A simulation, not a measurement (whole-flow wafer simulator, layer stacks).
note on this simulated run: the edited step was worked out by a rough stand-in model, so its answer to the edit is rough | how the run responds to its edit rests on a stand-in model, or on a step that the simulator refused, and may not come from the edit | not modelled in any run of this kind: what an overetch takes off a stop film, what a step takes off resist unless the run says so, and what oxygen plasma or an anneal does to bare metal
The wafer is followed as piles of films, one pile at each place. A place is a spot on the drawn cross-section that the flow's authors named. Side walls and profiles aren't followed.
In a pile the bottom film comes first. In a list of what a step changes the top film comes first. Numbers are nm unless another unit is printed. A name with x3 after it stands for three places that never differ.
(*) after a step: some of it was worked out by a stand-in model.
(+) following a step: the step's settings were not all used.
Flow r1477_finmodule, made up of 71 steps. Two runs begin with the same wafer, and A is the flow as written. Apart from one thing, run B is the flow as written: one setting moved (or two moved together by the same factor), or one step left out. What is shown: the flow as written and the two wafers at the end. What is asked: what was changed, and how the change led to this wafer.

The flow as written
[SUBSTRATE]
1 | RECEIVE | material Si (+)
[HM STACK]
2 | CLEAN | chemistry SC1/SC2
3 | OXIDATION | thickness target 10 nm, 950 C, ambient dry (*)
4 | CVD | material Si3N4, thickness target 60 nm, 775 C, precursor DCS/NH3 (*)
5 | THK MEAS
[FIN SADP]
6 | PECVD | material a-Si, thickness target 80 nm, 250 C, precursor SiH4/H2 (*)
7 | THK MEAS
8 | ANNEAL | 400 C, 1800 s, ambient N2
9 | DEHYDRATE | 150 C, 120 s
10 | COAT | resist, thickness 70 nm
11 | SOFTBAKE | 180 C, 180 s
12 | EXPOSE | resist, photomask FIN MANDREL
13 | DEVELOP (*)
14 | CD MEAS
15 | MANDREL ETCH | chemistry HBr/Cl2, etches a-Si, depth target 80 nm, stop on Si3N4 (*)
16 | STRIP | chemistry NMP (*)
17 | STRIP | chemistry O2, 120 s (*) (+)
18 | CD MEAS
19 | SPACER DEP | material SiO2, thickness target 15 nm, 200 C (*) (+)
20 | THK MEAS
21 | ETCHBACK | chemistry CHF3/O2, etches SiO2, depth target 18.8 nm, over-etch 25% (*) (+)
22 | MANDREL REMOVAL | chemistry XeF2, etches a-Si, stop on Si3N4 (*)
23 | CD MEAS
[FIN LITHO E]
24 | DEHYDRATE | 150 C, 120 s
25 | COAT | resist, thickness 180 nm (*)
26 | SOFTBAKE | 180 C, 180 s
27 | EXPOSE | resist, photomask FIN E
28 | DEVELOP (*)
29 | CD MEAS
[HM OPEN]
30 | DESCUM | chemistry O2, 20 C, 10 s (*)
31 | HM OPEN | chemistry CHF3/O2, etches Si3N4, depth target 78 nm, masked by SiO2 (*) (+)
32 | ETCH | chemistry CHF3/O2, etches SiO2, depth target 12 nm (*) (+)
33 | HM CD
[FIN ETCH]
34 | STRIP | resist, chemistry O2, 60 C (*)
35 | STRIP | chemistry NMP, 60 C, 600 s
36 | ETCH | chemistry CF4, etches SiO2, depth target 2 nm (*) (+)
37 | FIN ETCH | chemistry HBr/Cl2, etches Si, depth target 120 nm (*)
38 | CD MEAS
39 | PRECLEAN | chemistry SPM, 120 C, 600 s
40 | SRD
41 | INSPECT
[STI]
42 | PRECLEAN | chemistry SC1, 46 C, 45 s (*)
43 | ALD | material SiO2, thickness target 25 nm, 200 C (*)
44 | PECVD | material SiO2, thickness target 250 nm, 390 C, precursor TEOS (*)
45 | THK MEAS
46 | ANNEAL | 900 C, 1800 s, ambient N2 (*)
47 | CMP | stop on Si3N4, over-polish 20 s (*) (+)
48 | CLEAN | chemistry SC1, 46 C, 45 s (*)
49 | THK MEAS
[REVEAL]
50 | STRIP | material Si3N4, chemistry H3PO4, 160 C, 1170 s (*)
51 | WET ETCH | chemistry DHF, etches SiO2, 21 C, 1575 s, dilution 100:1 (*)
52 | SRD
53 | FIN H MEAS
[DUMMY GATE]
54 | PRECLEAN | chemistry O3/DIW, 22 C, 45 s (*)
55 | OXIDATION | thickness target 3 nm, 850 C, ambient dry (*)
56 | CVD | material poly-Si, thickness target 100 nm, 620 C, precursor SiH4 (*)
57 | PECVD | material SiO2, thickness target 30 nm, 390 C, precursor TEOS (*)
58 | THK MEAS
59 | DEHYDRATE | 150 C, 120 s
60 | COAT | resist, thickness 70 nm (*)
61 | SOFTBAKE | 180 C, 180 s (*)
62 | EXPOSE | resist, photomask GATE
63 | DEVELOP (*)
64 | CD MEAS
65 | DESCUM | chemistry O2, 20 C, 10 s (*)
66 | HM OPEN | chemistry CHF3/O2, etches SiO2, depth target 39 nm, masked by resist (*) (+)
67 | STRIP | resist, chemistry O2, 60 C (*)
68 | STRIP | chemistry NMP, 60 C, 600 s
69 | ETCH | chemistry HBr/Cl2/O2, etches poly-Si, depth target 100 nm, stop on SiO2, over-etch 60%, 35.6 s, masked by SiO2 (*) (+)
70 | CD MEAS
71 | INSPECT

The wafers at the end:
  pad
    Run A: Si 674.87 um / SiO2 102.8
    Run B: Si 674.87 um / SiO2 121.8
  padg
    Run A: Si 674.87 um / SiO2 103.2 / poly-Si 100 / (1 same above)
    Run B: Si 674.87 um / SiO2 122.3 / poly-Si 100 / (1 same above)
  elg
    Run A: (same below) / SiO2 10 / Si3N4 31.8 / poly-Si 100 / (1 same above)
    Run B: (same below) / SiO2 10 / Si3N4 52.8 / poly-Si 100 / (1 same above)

What caused this: step 4, CVD: thickness target 81 nm was run, while the flow as written has thickness target 60 nm.

The path from the change to this, step by step:
  4 | CVD | material Si3N4, thickness target 60 nm, 775 C, precursor DCS/NH3 (*)
      pad, padg, elg and 33 more: A +60 Si3N4 (new film) | B +81 Si3N4 (new film)
  31 | HM OPEN | chemistry CHF3/O2, etches Si3N4, depth target 78 nm, masked by SiO2 (*) (+)
      pad, padg, esg and 13 more: A -56.4 Si3N4 (all of it), -10 SiO2 (all of it) | B -77.4 Si3N4 (all of it), -0.31 SiO2
      s40cg, s45cg, s50cg, s40co, s45co, s50co: A -60 Si3N4 (all of it), -9 SiO2 | B -78 Si3N4
  32 | ETCH | chemistry CHF3/O2, etches SiO2, depth target 12 nm (*) (+)
      pad, padg, e40sg and 11 more: A -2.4 Si | B -9.69 SiO2 (all of it), -0.46 Si
      s40cg, s45cg, s50cg, s40co, s45co, s50co: A -1 SiO2 (all of it), -2.2 Si | B -3 Si3N4 (all of it), -8.85 SiO2
      (as well as at 2 more places)
  34 | STRIP | resist, chemistry O2, 60 C (*)
      s40cg, s45cg, s50cg, s40co, s45co, s50co: A +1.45 chemical SiO2 (new film), -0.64 Si | B nothing
  36 | ETCH | chemistry CF4, etches SiO2, depth target 2 nm (*) (+)
      s40cg, s45cg, s50cg, s40co, s45co, s50co: A -1.45 chemical SiO2 (all of it), -0.46 Si | B -1.15 SiO2 (all of it), -0.71 Si
  43 | ALD | material SiO2, thickness target 25 nm, 200 C (*)
      s40cg, s45cg, s50cg, s40co, s45co, s50co: A +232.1 SiO2 (new film) | B +250.5 SiO2 (new film)
      esg: A +194.3 SiO2 (new film) | B +213.9 SiO2 (new film)
  47 | CMP | stop on Si3N4, over-polish 20 s (*) (+)
      pad, padg, e40sg and 11 more: A -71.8 SiO2 | B -52.7 SiO2
      eso: A -72.4 SiO2 | B -52.7 SiO2
  50 | STRIP | material Si3N4, chemistry H3PO4, 160 C, 1170 s (*)
      s40sg_line, s45sg_line, s50sg_line, s40so_line, s45so_line, s50so_line: A -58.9 Si3N4 (all of it), -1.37 SiO2 | B -79.9 Si3N4 (all of it), -0.71 SiO2
  51 | WET ETCH | chemistry DHF, etches SiO2, 21 C, 1575 s, dilution 100:1 (*)
      s40sg_line, s45sg_line, s50sg_line, s40so_line, s45so_line, s50so_line: A -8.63 SiO2 (all of it) | B -9.29 SiO2 (all of it)
  56 | CVD | material poly-Si, thickness target 100 nm, 620 C, precursor SiH4 (*)
      s40cg, s40co: A +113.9 poly-Si (new film) | B +100 poly-Si (new film)
      s45cg, s45co: A +113.4 poly-Si (new film) | B +100 poly-Si (new film)
      (as well as at 2 more places)
  60 | COAT | resist, thickness 70 nm (*)
      s40cg, s40co: A +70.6 resist (new film) | B +67.3 resist (new film)
      s40sg, s40so: A +91 resist (new film) | B +73.8 resist (new film)
      (as well as at 14 more places)
  63 | DEVELOP (*)
      s40co: A -70.6 resist (all of it) | B -67.3 resist (all of it)
      s40so: A -91 resist (all of it) | B -73.8 resist (all of it)
      (as well as at 7 more places)
  67 | STRIP | resist, chemistry O2, 60 C (*)
      s40cg: A -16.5 resist (all of it) | B -13.2 resist (all of it)
      s40sg: A -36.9 resist (all of it) | B -19.7 resist (all of it)
      (as well as at 7 more places)
  69 | ETCH | chemistry HBr/Cl2/O2, etches poly-Si, depth target 100 nm, stop on SiO2, over-etch 60%, 35.6 s, masked by SiO2 (*) (+)
      s40co: A -1.46 chemical SiO2 (all of it), -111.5 poly-Si (all of it), -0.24 SiO2 | B -1.46 chemical SiO2 (all of it), -97.6 poly-Si (all of it), -0.42 SiO2
      s45co: A -1.46 chemical SiO2 (all of it), -110.9 poly-Si (all of it), -0.25 SiO2 | B -1.46 chemical SiO2 (all of it), -97.6 poly-Si (all of it), -0.42 SiO2
      (as well as at 1 more place)
